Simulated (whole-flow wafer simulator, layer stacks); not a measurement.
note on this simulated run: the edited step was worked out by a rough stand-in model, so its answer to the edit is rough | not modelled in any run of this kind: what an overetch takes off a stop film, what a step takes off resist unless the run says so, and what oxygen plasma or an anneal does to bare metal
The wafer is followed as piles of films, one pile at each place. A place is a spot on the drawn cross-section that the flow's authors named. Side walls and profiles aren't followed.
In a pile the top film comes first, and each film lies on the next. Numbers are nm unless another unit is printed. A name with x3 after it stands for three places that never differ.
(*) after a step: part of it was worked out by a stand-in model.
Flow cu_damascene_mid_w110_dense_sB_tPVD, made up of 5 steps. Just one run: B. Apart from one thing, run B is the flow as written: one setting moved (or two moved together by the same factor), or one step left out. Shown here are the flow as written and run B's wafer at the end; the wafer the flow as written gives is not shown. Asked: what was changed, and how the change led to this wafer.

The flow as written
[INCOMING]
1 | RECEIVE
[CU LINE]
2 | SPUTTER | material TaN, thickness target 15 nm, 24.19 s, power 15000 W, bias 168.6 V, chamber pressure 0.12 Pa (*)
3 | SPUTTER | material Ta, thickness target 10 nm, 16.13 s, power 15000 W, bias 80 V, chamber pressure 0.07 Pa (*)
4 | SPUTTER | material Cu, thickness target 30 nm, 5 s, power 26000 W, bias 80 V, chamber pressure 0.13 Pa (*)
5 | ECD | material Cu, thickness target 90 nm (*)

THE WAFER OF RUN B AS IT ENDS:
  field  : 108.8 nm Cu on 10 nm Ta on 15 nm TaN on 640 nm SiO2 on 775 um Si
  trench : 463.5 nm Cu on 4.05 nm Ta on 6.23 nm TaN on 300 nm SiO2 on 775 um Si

Cause: step 4, SPUTTER: thickness target 18.8 nm was run, while the flow as written has thickness target 30 nm; step 4, SPUTTER: 3.12 s was run, where the flow has 5 s.

The path from the change to this, step by step:
  4 | SPUTTER | material Cu, thickness target 30 nm, 5 s, power 26000 W, bias 80 V, chamber pressure 0.13 Pa (*)
      field: Cu gains 18.8 (new film) (it would be, as written: Cu gains 30 (new film))
      trench: Cu gains 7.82 (new film) (it would be, as written: Cu gains 12.5 (new film))
